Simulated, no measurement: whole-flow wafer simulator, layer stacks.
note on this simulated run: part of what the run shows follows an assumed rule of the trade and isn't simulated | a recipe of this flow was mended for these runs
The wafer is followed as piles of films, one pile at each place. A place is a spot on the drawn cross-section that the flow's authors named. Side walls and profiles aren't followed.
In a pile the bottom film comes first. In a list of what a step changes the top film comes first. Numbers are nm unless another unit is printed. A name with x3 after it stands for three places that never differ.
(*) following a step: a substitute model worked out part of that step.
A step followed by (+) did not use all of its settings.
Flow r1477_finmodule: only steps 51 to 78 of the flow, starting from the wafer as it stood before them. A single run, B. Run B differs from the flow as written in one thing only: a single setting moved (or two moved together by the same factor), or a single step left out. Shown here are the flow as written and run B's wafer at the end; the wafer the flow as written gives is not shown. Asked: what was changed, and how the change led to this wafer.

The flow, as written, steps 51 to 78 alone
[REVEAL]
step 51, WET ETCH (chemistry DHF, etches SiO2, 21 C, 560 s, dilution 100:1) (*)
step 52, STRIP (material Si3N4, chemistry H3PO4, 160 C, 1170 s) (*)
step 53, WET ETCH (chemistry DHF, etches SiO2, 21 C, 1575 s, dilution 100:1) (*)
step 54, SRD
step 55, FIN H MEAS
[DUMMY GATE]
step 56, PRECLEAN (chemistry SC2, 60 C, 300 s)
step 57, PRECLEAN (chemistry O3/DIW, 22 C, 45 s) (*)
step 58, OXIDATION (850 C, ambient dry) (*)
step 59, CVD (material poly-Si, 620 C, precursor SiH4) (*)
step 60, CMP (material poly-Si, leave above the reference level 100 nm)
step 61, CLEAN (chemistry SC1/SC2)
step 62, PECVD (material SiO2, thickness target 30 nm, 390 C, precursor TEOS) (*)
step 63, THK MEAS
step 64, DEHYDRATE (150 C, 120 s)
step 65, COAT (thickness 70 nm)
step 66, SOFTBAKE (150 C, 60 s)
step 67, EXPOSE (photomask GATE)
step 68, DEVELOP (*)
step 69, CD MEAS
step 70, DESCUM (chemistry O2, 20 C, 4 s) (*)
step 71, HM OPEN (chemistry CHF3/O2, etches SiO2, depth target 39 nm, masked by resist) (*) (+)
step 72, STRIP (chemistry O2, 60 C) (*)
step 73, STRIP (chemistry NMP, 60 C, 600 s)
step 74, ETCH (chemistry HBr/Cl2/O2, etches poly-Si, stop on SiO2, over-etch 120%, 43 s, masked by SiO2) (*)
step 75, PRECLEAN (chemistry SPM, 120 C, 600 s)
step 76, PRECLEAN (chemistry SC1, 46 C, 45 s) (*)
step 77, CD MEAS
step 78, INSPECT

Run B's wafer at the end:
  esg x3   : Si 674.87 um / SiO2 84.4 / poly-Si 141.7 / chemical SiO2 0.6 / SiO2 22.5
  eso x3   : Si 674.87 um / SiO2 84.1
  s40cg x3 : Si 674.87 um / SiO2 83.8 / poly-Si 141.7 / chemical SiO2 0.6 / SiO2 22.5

Cause: step 53, WET ETCH: 19.6 C was run, whereas the flow has 21 C.

Step by step, how the change led to this:
  step 53, WET ETCH (chemistry DHF, etches SiO2, 21 C, 1575 s, dilution 100:1) (*)
      esg x3, e200sg, s40cg x3, s40sg x3, eso x3, e200so, s40co x3, s40so x3: -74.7 SiO2 (in the flow as written it would be: -79.1 SiO2)
      pad, padg: -80.9 SiO2 (in the flow as written it would be: -85.7 SiO2)
  step 59, CVD (material poly-Si, 620 C, precursor SiH4) (*)
      e200sg, e200so: +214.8 poly-Si (new film) (in the flow as written it would be: +219.2 poly-Si (new film))
  step 60, CMP (material poly-Si, leave above the reference level 100 nm)
      pad, padg: -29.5 poly-Si (in the flow as written it would be: -24.8 poly-Si)
  step 74, ETCH (chemistry HBr/Cl2/O2, etches poly-Si, stop on SiO2, over-etch 120%, 43 s, masked by SiO2) (*)
      eso x3, e200so, s40co x3, s40so x3: -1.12 chemical SiO2 (all of it), -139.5 poly-Si (all of it), -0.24 SiO2 (in the flow as written it would be: -1.12 chemical SiO2 (all of it), -143.9 poly-Si (all of it), -0.22 SiO2)
      pad: -1.12 chemical SiO2 (all of it), -148 poly-Si (all of it), -0.19 SiO2 (in the flow as written it would be: -1.12 chemical SiO2 (all of it), -152.8 poly-Si (all of it), -0.17 SiO2)
